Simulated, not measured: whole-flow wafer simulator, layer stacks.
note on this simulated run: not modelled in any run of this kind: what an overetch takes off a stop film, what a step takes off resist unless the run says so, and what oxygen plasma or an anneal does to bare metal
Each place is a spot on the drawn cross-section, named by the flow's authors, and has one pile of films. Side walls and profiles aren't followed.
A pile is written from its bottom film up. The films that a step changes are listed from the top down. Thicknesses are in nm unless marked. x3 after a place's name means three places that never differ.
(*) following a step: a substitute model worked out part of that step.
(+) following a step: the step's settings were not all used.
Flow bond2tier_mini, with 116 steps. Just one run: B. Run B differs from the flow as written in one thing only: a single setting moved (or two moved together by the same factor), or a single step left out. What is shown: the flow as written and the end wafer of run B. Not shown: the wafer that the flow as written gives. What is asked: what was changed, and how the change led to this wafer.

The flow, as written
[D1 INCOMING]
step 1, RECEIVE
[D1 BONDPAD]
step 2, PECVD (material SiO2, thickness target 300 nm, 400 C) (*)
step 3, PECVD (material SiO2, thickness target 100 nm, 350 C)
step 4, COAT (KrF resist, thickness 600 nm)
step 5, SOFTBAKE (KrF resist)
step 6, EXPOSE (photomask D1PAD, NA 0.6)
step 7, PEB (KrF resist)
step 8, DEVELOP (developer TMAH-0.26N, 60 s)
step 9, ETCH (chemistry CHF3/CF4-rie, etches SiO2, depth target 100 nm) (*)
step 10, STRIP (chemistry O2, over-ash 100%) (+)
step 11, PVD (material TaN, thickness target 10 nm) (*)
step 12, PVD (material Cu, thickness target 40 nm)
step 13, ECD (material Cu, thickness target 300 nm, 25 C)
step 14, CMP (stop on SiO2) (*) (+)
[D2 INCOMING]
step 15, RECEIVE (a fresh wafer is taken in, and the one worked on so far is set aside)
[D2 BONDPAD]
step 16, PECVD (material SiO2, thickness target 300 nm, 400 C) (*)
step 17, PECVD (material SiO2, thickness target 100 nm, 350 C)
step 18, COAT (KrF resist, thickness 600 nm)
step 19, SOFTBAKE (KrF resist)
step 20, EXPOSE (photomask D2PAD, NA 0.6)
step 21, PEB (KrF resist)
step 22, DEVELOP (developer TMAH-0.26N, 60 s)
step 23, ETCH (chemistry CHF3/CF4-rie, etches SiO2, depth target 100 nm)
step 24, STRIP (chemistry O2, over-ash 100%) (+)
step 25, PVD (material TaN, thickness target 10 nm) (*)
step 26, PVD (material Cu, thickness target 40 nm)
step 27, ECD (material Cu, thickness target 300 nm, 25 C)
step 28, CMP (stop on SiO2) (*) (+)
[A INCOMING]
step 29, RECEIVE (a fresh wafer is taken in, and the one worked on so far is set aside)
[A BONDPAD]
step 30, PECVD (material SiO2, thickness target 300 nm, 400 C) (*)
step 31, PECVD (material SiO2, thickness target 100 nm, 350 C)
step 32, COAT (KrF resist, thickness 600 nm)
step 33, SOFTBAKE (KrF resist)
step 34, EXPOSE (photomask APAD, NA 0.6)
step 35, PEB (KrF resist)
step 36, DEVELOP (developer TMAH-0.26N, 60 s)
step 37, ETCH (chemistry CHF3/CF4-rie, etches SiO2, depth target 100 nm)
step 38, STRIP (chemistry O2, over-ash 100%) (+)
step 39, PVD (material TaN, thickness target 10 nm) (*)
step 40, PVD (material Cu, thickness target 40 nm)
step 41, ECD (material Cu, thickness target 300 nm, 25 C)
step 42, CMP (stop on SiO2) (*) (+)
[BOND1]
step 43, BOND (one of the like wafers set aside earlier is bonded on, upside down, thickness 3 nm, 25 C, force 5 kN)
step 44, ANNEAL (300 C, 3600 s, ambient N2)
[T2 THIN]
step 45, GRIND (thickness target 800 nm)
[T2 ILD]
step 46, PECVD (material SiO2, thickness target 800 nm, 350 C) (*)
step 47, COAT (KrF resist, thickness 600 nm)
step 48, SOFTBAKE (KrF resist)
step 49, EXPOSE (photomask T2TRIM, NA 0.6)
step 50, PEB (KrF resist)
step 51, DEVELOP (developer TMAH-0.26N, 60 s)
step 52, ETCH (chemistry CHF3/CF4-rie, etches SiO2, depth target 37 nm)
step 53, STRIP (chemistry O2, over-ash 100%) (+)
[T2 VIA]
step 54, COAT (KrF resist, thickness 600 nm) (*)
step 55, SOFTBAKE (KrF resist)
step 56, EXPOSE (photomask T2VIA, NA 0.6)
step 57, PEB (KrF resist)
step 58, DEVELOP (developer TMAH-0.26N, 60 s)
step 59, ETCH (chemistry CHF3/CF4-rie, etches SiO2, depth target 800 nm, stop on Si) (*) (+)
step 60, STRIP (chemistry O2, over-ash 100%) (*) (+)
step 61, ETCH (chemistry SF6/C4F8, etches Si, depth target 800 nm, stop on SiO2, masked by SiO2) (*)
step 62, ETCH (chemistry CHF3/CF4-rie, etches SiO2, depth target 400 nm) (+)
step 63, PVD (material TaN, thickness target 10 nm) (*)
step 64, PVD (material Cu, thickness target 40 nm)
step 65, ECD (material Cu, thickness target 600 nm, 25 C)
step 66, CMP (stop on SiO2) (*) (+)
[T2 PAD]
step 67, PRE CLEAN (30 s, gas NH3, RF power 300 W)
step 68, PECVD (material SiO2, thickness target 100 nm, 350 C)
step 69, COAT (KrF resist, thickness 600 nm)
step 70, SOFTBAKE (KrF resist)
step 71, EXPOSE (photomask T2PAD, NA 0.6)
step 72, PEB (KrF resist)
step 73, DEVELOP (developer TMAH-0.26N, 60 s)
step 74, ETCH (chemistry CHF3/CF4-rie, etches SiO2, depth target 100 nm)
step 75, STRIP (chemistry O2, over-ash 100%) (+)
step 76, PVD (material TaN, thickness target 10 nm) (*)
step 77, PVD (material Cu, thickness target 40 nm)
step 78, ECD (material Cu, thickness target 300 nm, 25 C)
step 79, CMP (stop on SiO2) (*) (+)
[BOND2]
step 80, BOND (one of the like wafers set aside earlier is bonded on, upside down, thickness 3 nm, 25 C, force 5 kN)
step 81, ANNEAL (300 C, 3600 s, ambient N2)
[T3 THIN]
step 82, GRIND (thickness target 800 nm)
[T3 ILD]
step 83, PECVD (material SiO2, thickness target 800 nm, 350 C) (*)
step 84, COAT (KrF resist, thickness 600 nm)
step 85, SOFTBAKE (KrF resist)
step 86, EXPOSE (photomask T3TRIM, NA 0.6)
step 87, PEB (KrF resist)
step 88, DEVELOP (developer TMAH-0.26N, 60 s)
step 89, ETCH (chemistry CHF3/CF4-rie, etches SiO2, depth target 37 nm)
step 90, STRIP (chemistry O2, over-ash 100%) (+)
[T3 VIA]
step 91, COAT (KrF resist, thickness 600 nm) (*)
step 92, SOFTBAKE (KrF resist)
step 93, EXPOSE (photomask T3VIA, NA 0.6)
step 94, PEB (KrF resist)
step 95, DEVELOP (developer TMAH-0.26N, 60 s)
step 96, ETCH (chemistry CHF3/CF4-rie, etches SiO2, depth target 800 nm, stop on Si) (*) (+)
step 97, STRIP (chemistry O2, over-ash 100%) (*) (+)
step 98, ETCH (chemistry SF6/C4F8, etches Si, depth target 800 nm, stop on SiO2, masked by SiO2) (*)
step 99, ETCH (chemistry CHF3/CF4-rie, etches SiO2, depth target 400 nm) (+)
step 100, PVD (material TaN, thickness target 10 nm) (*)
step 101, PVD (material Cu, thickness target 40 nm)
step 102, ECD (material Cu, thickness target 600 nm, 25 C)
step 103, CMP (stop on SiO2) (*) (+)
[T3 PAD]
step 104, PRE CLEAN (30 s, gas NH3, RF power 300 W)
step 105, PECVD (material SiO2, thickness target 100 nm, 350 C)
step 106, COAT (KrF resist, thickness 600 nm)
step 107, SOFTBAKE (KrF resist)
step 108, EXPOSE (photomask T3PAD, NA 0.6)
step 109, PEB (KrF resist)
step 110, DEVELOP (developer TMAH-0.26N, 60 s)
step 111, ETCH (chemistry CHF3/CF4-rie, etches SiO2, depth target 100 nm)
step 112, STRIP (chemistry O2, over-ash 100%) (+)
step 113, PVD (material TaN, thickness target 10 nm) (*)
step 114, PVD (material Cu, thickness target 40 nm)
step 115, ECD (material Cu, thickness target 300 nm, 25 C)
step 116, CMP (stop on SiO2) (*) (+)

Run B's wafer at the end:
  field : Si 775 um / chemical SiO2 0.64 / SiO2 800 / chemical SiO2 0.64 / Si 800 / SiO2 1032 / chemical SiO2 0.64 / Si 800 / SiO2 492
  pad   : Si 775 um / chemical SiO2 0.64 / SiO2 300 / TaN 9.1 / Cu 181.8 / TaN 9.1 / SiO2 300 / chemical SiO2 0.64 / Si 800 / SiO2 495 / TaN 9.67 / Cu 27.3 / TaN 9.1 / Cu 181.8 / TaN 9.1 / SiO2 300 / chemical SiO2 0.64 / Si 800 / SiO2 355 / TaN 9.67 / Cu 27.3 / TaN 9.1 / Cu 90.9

The reason: step 62, ETCH: depth target 260 nm was run, while the flow as written has depth target 400 nm.

Step by step, how the change led to this:
  step 62, ETCH (chemistry CHF3/CF4-rie, etches SiO2, depth target 400 nm) (+)
      field, pad: SiO2 loses 260 (it would be, as written: SiO2 loses 400)
